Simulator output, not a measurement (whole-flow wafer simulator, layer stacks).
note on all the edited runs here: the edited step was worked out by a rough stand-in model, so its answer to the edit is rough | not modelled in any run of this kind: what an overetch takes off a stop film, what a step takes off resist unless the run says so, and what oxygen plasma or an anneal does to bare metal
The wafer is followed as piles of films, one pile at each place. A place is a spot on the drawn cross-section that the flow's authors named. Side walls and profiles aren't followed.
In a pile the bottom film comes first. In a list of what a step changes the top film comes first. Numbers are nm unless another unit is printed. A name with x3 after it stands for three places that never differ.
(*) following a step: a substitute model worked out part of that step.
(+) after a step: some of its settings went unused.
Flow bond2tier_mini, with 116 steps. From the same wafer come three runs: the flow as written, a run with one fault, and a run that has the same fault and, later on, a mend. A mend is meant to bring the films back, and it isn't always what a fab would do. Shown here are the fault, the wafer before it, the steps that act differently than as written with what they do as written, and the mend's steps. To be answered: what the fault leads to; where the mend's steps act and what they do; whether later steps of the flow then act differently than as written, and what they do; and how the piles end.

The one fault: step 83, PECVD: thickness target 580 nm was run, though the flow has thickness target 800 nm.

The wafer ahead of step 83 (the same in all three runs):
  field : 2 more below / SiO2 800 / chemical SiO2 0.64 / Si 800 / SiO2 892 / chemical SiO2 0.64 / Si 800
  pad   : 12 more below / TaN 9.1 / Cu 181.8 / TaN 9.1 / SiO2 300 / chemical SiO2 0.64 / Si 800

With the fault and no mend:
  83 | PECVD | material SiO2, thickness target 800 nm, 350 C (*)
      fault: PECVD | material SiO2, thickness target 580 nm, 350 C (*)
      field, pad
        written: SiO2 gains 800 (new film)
        fault: SiO2 gains 580 (new film)
  Every later step of the flow that is run acts as written at every place that is followed.
  The piles end different from the flow's at field, pad by more than 2% or 0.5 nm, whichever is larger.
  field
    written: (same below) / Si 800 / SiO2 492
    fault: (same below) / Si 800 / SiO2 272
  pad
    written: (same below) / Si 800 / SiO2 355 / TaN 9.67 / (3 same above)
    fault: (same below) / Si 800 / SiO2 135 / TaN 9.67 / (3 same above)

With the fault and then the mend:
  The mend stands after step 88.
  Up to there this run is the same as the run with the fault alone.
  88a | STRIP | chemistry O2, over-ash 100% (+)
      field
        KrF resist loses 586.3 (all of it)
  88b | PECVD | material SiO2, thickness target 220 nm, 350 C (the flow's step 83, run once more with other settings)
      field, pad
        SiO2 gains 220
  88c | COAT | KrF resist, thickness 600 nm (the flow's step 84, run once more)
      field, pad
        KrF resist gains 600 (new film)
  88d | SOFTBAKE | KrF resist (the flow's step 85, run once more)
      alters no film at any place that is followed
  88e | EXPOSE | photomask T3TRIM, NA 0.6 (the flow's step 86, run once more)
      alters no film at any place that is followed
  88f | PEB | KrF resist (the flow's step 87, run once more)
      alters no film at any place that is followed
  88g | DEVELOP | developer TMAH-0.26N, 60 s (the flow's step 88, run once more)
      field
        KrF resist loses 13.7
      pad
        KrF resist loses 600 (all of it)
  Every later step of the flow that is run acts as written at every place that is followed.
  By the end, the piles equal the flow's at every place that both follow.
